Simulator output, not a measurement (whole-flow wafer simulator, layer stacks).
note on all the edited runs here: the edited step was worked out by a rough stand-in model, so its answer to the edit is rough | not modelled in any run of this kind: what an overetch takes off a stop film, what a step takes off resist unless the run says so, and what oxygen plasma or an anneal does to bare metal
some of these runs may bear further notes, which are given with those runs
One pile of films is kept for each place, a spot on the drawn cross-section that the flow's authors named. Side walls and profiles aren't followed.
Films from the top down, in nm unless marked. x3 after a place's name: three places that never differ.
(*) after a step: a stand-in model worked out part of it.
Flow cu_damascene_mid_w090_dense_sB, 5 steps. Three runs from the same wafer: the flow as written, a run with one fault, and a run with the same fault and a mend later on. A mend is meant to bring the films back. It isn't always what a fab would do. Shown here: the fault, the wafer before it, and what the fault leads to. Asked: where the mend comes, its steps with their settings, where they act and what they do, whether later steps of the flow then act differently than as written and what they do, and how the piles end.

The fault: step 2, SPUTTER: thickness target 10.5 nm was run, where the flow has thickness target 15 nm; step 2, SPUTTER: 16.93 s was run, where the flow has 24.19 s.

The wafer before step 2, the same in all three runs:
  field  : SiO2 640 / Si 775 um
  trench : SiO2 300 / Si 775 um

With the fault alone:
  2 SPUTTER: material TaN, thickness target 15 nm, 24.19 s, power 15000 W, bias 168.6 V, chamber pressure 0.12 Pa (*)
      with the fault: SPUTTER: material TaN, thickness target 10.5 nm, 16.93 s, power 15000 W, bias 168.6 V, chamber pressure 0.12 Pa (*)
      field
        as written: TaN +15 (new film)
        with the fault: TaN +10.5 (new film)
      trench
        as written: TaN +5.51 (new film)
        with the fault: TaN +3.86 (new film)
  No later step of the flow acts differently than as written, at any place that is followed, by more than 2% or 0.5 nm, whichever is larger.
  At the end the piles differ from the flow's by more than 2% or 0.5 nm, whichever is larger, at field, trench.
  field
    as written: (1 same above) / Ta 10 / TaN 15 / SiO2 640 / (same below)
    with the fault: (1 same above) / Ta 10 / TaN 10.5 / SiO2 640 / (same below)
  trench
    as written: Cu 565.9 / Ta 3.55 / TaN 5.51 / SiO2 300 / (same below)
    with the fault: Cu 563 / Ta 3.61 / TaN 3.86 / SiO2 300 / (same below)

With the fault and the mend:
  The mend comes after step 2.
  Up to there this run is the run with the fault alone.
  2a SPUTTER: material TaN, thickness target 4.5 nm, 7.257 s, power 15000 W, bias 168.6 V, chamber pressure 0.12 Pa (*) (the flow's step 2 once more, with other settings)
      field
        TaN +4.5
      trench
        TaN +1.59
  No later step of the flow acts differently than as written, at any place that is followed, by more than 2% or 0.5 nm, whichever is larger.
  At the end the piles differ from the flow's only slightly at the places that both follow, by at most 2% or 0.5 nm, whichever is larger.
